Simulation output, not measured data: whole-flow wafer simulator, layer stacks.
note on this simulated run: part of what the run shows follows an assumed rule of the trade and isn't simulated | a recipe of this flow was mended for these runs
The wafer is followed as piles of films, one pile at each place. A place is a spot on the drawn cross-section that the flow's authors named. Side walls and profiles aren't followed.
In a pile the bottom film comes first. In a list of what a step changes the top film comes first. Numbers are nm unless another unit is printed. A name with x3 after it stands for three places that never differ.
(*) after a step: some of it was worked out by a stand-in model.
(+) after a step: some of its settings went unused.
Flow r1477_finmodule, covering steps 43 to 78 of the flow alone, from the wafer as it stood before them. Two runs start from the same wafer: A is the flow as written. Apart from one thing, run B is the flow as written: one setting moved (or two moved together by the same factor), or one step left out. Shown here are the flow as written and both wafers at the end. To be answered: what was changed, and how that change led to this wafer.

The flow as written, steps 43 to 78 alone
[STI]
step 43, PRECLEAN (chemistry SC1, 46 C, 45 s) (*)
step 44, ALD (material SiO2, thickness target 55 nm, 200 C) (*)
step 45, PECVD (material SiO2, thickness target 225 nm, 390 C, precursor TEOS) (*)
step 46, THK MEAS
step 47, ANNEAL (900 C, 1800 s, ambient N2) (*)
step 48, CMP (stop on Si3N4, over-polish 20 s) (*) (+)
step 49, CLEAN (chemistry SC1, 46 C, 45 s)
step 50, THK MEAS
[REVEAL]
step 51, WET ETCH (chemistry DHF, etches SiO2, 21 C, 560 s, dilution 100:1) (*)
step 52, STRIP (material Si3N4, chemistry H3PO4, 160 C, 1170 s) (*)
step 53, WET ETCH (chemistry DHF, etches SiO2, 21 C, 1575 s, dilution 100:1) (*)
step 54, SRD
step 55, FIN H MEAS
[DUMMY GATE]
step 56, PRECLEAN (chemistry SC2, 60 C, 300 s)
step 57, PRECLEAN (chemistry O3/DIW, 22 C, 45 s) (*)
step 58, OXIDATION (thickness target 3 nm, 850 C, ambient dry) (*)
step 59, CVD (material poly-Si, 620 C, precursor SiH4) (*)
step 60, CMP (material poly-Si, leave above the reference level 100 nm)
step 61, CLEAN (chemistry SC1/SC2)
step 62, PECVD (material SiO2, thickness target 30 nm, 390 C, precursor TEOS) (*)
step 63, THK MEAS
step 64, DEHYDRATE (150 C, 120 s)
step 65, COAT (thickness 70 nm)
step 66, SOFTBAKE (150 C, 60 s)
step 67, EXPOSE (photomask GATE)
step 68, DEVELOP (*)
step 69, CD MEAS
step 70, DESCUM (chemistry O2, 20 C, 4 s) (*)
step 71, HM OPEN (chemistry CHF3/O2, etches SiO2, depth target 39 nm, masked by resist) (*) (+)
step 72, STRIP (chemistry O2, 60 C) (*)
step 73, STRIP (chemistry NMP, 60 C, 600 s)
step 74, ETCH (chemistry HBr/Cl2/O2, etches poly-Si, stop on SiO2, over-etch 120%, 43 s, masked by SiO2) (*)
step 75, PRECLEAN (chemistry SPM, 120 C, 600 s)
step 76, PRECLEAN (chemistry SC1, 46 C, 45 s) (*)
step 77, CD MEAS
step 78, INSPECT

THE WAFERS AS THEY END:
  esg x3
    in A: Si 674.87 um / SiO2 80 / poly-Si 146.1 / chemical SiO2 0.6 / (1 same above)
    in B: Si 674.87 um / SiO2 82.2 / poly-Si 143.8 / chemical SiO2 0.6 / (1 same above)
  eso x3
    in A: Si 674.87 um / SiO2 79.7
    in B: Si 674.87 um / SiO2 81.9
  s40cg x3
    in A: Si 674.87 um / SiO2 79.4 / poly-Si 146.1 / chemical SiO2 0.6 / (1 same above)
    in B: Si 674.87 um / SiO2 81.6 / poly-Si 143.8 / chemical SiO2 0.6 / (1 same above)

The reason: step 51, WET ETCH: 19 C was run, whereas the flow has 21 C.

Step by step, how the change led to this:
  step 51, WET ETCH (chemistry DHF, etches SiO2, 21 C, 560 s, dilution 100:1) (*)
      esg x3, e200sg, s40cg x3, s40sg x3, eso x3, e200so, s40co x3, s40so x3: A SiO2 loses 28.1 | B SiO2 loses 25.9
      pad, padg: A SiO2 loses 30.5 | B SiO2 loses 28.1
  step 60, CMP (material poly-Si, leave above the reference level 100 nm)
      pad, padg: A poly-Si loses 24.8 | B poly-Si loses 27.2
